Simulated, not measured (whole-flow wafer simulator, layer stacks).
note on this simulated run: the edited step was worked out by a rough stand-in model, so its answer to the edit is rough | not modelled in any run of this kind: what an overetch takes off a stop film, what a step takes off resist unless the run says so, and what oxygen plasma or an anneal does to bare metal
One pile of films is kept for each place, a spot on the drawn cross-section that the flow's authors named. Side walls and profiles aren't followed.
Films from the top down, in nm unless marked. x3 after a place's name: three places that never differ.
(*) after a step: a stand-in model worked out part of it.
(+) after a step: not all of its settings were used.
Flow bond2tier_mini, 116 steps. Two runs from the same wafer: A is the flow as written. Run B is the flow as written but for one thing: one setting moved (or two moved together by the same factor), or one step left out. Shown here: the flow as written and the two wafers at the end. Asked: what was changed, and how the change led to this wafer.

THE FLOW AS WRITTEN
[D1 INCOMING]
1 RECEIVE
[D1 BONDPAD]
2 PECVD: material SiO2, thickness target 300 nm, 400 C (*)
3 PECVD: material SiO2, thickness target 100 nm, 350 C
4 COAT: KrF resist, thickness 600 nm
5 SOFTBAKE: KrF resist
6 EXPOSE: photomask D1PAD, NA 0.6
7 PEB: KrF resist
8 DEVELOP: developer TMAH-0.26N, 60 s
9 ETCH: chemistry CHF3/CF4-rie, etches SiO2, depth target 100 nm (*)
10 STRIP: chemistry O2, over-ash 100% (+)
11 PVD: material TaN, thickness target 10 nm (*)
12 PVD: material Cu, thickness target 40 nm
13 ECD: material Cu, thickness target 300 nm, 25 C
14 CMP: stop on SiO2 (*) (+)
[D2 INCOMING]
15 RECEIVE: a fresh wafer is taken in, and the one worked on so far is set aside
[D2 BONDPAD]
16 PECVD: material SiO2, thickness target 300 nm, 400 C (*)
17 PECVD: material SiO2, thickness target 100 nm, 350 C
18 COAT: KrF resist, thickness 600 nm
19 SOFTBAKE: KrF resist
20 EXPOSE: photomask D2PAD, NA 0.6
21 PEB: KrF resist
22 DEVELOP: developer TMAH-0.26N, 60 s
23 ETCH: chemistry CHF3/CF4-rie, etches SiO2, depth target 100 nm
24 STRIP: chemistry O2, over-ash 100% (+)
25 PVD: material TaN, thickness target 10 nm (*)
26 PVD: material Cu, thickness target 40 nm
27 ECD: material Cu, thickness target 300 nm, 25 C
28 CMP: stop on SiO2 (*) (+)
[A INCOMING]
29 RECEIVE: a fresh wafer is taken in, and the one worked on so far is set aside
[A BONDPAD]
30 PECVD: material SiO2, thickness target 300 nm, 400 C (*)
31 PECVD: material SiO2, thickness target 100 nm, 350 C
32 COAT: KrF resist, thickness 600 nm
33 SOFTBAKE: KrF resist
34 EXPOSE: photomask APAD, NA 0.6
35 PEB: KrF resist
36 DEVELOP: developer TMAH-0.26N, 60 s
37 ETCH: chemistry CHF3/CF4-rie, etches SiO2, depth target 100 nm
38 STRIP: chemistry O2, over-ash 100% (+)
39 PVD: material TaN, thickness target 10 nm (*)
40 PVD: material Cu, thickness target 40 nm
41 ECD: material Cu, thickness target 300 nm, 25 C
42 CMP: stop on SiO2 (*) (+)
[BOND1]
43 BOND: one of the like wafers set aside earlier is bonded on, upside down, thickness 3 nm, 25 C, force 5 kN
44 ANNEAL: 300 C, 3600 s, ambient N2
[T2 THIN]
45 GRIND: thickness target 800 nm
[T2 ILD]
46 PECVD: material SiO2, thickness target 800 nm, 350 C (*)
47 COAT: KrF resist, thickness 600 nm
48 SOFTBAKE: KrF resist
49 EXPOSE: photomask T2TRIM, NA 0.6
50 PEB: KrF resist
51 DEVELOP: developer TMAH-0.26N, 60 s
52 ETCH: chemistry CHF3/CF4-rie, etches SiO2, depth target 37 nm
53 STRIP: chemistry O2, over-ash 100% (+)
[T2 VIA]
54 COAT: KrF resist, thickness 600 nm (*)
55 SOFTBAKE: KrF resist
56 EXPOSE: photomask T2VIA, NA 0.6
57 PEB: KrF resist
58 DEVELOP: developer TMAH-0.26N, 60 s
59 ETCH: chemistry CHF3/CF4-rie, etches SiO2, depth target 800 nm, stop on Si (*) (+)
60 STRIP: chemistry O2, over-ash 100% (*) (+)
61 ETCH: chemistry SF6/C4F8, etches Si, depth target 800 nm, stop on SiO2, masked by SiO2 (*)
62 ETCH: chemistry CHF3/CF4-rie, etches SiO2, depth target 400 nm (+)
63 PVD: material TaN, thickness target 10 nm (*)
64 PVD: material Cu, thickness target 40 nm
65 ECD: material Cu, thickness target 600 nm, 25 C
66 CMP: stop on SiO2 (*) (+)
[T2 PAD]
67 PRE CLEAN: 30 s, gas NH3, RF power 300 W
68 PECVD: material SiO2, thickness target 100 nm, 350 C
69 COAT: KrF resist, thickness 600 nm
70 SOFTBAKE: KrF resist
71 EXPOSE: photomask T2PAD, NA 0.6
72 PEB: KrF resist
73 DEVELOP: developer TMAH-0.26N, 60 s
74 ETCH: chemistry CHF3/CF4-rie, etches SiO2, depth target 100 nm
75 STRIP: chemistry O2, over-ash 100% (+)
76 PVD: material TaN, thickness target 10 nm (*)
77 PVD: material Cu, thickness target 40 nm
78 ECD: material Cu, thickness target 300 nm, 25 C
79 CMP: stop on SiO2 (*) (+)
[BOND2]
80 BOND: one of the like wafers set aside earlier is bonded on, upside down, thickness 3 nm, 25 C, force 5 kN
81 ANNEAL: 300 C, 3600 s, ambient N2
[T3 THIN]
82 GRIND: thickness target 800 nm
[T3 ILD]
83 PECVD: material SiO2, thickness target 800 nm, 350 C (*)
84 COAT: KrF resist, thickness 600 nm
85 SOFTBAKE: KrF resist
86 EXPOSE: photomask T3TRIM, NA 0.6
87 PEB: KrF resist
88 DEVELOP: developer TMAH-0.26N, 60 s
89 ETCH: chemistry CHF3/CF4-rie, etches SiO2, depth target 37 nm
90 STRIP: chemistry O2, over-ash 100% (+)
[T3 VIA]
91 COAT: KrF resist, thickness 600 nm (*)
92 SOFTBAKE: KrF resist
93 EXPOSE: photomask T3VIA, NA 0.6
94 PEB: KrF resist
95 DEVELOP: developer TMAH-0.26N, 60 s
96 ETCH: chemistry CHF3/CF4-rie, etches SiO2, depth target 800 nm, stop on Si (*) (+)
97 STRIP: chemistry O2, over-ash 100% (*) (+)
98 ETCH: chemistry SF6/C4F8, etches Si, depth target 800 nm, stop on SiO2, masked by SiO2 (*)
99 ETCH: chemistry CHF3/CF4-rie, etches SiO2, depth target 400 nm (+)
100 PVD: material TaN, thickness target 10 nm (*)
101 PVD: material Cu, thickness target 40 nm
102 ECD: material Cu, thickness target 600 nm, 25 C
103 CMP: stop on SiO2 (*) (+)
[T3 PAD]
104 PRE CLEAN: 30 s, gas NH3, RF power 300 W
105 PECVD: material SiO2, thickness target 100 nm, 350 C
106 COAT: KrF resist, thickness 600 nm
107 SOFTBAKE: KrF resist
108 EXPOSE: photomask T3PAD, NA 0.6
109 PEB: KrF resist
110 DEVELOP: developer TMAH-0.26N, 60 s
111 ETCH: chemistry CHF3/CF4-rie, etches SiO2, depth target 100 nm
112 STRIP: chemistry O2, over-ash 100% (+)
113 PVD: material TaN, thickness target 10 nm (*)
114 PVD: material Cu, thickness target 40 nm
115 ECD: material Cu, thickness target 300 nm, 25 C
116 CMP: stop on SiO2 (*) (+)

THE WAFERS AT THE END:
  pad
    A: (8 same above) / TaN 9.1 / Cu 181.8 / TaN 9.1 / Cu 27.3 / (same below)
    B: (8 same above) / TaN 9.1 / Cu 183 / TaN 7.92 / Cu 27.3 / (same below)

The cause: step 76, PVD: thickness target 8.7 nm was run, where the flow has thickness target 10 nm.

How the change led to this, step by step:
  76 PVD: material TaN, thickness target 10 nm (*)
      field: A TaN +10 (new film) | B TaN +8.7 (new film)
      pad: A TaN +9.1 (new film) | B TaN +7.92 (new film)
  79 CMP: stop on SiO2 (*) (+)
      field: A Cu -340 (all of it), TaN -10 (all of it) | B Cu -340 (all of it), TaN -8.7 (all of it)
